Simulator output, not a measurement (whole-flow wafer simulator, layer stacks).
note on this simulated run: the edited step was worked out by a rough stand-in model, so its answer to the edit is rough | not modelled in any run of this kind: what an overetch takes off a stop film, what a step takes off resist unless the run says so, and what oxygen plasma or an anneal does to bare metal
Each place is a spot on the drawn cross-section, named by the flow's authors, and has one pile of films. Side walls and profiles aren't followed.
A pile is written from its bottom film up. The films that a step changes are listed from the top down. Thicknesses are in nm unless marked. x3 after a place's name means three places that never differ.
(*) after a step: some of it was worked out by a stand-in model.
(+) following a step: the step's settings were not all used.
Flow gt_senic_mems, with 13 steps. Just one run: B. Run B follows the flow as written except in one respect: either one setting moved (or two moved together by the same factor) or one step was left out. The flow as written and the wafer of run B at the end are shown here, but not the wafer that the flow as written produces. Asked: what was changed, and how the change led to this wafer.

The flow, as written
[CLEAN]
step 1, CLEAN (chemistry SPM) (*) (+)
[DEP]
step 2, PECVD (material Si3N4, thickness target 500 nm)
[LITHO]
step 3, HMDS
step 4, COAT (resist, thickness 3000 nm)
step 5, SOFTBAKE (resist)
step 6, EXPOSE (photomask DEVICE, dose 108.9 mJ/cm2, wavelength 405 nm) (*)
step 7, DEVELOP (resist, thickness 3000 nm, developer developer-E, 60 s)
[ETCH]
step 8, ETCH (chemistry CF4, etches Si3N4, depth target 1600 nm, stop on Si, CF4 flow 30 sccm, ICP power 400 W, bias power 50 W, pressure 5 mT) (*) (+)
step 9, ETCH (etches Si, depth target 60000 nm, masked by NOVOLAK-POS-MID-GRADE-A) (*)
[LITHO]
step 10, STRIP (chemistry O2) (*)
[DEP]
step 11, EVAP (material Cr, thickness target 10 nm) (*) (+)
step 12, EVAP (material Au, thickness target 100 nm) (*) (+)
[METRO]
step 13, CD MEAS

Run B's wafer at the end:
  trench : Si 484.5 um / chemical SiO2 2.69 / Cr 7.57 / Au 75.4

What caused this: step 9, ETCH: depth target 40500 nm was run, while the flow as written has depth target 60000 nm.

The path from the change to this, step by step:
  step 9, ETCH (etches Si, depth target 60000 nm, masked by NOVOLAK-POS-MID-GRADE-A) (*)
      field: resist loses 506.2 (it would be, as written: resist loses 750)
      trench: Si loses 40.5 um (it would be, as written: Si loses 60 um)
  step 10, STRIP (chemistry O2) (*)
      field: resist loses 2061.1 (all of it) (it would be, as written: resist loses 1817.3 (all of it))
  step 11, EVAP (material Cr, thickness target 10 nm) (*) (+)
      trench: Cr gains 7.57 (new film) (it would be, as written: Cr gains 6.45 (new film))
  step 12, EVAP (material Au, thickness target 100 nm) (*) (+)
      trench: Au gains 75.4 (new film) (it would be, as written: Au gains 64.1 (new film))
